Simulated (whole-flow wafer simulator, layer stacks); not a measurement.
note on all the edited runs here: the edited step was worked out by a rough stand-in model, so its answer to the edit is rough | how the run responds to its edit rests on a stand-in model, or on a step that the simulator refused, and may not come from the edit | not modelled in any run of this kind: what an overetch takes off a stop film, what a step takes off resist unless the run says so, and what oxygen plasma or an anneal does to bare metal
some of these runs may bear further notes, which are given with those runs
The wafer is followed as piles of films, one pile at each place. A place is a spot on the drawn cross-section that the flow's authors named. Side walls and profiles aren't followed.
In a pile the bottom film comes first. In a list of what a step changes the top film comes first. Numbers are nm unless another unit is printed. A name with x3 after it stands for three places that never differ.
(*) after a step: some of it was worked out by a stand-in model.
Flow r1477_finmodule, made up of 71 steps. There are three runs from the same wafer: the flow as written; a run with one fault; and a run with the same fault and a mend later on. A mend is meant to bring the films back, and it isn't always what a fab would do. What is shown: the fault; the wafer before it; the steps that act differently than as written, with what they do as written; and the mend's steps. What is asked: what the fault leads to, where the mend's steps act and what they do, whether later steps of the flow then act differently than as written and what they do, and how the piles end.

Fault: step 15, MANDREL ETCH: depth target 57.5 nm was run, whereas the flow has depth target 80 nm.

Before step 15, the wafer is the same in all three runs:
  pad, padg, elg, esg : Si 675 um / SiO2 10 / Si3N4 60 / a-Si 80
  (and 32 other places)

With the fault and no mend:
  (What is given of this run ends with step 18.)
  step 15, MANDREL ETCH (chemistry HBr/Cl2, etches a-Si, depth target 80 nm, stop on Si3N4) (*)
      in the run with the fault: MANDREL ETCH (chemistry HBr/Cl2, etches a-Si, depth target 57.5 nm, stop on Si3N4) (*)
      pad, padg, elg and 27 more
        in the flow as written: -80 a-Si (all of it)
        in the run with the fault: -57.5 a-Si
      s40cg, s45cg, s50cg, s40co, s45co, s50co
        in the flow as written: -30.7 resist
        in the run with the fault: -22 resist
  Later steps of the flow acting differently than as written:
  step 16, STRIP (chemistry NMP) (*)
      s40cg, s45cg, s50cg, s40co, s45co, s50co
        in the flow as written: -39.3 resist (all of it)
        in the run with the fault: -48 resist (all of it)
  The piles after step 18 differ from the flow's at pad, padg, elg and 27 more by more than 2% or 0.5 nm, whichever is larger.
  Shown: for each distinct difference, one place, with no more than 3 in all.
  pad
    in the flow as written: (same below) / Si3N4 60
    in the run with the fault: (same below) / Si3N4 60 / a-Si 22.5

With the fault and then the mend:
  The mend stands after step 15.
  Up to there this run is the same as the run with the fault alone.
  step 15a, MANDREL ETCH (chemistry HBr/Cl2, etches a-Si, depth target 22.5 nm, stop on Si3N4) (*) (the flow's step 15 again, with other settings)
      pad, padg, elg and 27 more
        -22.5 a-Si (all of it)
      s40cg, s45cg, s50cg, s40co, s45co, s50co
        -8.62 resist
  Later steps of the flow that are run all act as written at every place that is followed.
  The piles end the same as the flow's at every place that both follow.
